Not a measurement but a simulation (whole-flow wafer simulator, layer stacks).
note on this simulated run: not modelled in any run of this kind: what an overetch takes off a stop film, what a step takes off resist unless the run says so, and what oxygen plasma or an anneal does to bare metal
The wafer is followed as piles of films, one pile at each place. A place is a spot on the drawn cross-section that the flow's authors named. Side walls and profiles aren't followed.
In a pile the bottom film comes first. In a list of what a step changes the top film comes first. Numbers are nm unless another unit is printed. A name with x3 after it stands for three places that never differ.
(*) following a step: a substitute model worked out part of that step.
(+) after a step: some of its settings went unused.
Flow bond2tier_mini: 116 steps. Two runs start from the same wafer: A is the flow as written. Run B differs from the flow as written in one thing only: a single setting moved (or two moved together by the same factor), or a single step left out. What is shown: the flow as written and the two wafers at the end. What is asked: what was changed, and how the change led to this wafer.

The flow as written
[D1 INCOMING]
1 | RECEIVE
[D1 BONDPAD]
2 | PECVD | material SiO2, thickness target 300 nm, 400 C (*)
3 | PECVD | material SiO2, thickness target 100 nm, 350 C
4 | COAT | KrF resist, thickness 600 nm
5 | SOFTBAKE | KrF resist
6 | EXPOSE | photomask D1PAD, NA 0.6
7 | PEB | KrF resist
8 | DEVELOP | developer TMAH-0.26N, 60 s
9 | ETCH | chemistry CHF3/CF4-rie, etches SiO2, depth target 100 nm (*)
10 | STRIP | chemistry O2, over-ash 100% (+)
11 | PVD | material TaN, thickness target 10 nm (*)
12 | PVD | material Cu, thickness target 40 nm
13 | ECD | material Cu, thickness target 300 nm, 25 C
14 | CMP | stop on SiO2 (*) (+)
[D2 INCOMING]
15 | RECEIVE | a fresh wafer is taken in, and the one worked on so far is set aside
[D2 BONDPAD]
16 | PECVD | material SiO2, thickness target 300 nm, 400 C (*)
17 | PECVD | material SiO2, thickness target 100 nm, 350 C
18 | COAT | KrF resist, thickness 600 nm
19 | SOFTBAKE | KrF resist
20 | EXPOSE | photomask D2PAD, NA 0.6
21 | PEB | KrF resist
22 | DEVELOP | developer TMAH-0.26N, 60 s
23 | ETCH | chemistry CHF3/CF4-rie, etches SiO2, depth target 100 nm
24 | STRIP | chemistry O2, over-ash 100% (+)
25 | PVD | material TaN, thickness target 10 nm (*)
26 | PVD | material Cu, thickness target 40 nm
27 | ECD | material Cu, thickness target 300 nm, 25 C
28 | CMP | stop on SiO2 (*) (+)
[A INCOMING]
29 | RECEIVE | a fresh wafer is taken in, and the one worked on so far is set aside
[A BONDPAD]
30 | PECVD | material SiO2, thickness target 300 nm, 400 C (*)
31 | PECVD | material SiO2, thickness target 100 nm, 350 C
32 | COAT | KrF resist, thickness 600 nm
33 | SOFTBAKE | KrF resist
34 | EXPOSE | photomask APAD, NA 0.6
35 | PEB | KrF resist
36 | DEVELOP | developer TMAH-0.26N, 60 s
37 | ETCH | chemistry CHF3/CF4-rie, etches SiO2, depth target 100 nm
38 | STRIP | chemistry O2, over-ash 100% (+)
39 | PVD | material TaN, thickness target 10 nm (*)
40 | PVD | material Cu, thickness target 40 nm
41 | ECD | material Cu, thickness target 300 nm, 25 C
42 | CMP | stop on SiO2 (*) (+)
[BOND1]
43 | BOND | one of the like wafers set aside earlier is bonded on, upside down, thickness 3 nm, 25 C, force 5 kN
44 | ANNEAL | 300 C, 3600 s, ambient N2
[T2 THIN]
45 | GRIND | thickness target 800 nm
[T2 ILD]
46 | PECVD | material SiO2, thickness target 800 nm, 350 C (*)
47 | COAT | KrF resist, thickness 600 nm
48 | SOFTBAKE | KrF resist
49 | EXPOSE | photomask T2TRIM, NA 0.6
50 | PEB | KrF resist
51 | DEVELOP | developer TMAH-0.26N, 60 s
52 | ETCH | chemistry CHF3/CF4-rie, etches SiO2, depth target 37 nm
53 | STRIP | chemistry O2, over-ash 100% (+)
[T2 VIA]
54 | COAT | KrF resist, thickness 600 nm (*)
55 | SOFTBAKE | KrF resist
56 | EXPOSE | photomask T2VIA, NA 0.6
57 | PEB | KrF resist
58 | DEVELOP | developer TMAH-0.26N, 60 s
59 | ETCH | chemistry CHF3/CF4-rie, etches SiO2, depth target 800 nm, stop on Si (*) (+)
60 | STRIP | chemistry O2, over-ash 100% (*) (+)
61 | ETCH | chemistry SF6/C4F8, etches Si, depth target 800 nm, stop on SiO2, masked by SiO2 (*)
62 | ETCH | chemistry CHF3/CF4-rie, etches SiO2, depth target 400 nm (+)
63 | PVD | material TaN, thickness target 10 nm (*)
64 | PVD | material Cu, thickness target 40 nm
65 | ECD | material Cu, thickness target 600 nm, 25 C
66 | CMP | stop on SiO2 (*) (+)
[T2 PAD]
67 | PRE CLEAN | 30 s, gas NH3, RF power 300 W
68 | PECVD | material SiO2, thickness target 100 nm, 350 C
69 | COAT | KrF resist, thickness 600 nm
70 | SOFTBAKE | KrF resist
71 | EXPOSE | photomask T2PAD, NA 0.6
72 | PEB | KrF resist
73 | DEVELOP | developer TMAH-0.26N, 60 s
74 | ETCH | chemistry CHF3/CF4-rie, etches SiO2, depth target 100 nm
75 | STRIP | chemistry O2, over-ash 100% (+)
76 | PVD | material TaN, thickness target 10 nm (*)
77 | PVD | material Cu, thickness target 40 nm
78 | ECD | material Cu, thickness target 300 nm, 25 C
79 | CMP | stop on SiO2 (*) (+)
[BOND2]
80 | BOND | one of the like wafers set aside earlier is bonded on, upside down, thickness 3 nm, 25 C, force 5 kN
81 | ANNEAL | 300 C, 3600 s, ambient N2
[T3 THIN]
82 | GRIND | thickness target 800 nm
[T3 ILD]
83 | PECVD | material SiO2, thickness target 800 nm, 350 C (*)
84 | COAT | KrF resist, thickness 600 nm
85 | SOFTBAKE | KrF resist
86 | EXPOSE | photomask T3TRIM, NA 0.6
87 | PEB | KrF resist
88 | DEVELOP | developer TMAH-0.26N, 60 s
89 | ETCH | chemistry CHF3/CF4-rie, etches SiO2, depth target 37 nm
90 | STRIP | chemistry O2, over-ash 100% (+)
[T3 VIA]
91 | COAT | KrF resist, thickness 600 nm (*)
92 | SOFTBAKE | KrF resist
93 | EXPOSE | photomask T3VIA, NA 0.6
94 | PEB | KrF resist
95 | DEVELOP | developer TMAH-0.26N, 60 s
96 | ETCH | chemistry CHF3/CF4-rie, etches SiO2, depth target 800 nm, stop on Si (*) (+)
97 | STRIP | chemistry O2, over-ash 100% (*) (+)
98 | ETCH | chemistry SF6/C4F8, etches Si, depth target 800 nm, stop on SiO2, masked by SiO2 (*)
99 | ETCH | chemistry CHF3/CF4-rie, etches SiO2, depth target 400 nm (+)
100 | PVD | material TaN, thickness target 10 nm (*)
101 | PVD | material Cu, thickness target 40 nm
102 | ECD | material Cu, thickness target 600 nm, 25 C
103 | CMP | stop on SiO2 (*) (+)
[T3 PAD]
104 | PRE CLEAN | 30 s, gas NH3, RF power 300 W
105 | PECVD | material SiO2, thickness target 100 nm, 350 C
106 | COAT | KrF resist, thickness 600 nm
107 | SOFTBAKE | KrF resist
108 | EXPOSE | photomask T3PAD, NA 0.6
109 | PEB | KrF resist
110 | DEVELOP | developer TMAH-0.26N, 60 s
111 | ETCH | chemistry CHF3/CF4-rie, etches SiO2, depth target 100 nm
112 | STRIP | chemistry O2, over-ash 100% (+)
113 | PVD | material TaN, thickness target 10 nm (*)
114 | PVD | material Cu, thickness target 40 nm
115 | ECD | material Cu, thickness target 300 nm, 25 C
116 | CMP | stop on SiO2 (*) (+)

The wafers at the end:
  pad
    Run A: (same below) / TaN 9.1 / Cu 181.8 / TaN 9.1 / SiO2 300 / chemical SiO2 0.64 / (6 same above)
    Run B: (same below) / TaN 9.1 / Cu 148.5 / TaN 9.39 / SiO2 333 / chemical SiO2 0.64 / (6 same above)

What caused this: step 23, ETCH: depth target 67 nm was run, though the flow has depth target 100 nm.

How this came from the change, step by step:
  23 | ETCH | chemistry CHF3/CF4-rie, etches SiO2, depth target 100 nm
      pad, via: A SiO2 loses 100 | B SiO2 loses 67
      field: A KrF resist loses 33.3 | B KrF resist loses 22.3
  26 | PVD | material Cu, thickness target 40 nm
      pad: A Cu gains 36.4 (new film) | B Cu gains 37.6 (new film)
  27 | ECD | material Cu, thickness target 300 nm, 25 C
      pad: A Cu gains 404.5 | B Cu gains 370
      via: A Cu gains 400.2 | B Cu gains 367.1
  80 | BOND | one of the like wafers set aside earlier is bonded on, upside down, thickness 3 nm, 25 C, force 5 kN
      pad: A Si gains 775 um (new film), chemical SiO2 gains 0.64 (new film), SiO2 gains 300 (new film), TaN gains 9.1 (new film), Cu gains 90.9 | B Si gains 775 um (new film), chemical SiO2 gains 0.64 (new film), SiO2 gains 333 (new film), TaN gains 9.39 (new film), Cu gains 57.6
